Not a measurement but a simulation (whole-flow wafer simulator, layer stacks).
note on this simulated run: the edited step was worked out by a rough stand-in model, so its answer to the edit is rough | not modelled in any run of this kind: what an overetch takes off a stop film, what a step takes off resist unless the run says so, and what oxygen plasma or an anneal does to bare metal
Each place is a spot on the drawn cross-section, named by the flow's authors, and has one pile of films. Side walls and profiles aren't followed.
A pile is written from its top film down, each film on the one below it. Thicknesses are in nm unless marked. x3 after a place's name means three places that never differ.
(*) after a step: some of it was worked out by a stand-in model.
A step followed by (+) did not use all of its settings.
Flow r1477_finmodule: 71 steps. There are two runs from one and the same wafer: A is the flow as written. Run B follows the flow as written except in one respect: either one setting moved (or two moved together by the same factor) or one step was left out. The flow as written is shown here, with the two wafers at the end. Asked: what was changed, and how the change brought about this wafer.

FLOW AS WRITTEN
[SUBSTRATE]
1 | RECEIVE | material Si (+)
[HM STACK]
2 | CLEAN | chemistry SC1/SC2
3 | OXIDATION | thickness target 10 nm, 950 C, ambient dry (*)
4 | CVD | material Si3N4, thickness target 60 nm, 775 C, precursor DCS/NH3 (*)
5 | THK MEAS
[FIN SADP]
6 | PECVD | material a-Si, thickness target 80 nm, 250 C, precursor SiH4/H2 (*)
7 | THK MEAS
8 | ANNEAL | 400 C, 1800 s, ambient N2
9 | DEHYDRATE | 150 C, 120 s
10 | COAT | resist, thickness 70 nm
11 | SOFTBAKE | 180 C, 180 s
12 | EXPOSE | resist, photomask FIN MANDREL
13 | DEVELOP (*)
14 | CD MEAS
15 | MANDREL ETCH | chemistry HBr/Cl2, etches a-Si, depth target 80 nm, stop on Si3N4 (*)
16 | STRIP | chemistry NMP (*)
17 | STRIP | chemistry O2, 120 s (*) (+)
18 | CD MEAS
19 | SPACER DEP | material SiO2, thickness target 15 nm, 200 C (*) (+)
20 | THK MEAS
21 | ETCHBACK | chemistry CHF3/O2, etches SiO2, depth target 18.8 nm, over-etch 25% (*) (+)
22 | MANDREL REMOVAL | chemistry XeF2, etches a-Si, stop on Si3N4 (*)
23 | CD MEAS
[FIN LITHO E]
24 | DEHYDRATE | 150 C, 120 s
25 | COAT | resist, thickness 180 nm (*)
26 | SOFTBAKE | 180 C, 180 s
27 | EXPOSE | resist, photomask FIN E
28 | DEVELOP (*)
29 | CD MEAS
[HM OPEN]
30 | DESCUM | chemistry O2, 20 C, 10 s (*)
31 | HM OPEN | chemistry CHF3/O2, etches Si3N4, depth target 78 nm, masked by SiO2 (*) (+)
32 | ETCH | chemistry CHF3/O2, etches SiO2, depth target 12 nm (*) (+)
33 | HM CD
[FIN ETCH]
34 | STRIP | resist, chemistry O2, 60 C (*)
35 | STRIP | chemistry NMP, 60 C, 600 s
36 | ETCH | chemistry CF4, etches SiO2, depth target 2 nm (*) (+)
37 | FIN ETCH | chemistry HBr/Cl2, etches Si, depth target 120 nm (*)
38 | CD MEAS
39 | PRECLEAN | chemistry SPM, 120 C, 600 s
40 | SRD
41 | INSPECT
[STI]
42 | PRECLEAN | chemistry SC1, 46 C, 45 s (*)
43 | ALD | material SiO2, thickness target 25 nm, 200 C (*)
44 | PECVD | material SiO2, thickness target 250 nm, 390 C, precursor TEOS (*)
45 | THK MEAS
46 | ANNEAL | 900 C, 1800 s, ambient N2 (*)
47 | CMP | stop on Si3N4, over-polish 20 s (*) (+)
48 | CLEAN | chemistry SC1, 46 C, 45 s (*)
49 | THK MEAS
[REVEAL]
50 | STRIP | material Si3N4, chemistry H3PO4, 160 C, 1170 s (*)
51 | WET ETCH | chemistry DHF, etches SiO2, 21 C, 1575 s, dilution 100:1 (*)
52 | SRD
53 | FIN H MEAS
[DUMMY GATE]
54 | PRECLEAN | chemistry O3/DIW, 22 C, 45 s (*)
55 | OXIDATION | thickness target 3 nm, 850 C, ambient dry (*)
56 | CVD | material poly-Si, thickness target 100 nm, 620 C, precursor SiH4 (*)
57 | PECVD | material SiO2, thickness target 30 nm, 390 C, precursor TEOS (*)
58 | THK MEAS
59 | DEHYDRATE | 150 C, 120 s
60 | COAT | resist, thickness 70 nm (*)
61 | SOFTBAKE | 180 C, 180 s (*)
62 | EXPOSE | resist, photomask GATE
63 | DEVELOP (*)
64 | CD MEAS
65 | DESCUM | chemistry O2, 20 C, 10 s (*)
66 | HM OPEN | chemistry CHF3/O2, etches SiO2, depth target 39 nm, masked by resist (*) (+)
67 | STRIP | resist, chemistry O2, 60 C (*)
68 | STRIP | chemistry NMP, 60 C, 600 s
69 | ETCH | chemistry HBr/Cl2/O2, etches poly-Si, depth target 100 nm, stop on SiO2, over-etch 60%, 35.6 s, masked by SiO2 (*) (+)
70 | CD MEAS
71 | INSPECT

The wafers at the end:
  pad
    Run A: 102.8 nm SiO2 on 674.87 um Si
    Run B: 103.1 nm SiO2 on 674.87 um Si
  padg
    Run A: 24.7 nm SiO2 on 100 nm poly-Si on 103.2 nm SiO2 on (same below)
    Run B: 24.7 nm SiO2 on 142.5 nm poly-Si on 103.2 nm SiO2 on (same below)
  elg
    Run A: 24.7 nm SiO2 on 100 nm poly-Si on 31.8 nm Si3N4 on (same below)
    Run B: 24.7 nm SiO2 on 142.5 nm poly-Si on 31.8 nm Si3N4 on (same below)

What caused this: step 56, CVD: thickness target 142.5 nm was run, whereas the flow has thickness target 100 nm.
The wafer lets one read it off: padg has poly-Si 142.5, and step 56 as written asks for 100 nm.

How this came from the change, step by step:
  56 | CVD | material poly-Si, thickness target 100 nm, 620 C, precursor SiH4 (*)
      pad, padg, elg and 26 more: A poly-Si gains 100 (new film) | B poly-Si gains 142.5 (new film)
      s40cg, s40co: A poly-Si gains 113.9 (new film) | B poly-Si gains 157 (new film)
      (as well as at 5 more places)
  67 | STRIP | resist, chemistry O2, 60 C (*)
      s45cg: A resist loses 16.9 (all of it) | B resist loses 16.3 (all of it)
      s50cg: A resist loses 17.4 (all of it) | B resist loses 16.6 (all of it)
  69 | ETCH | chemistry HBr/Cl2/O2, etches poly-Si, depth target 100 nm, stop on SiO2, over-etch 60%, 35.6 s, masked by SiO2 (*) (+)
      elo, e40lo, e100lo, e200lo: A chemical SiO2 loses 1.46 (all of it), poly-Si loses 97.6 (all of it), Si3N4 loses 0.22 | B chemical SiO2 loses 1.46 (all of it), poly-Si loses 140.1 (all of it)
      s40co: A chemical SiO2 loses 1.46 (all of it), poly-Si loses 111.5 (all of it), SiO2 loses 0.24 | B chemical SiO2 loses 1.46 (all of it), poly-Si loses 154.6 (all of it)
      (as well as at 13 more places)
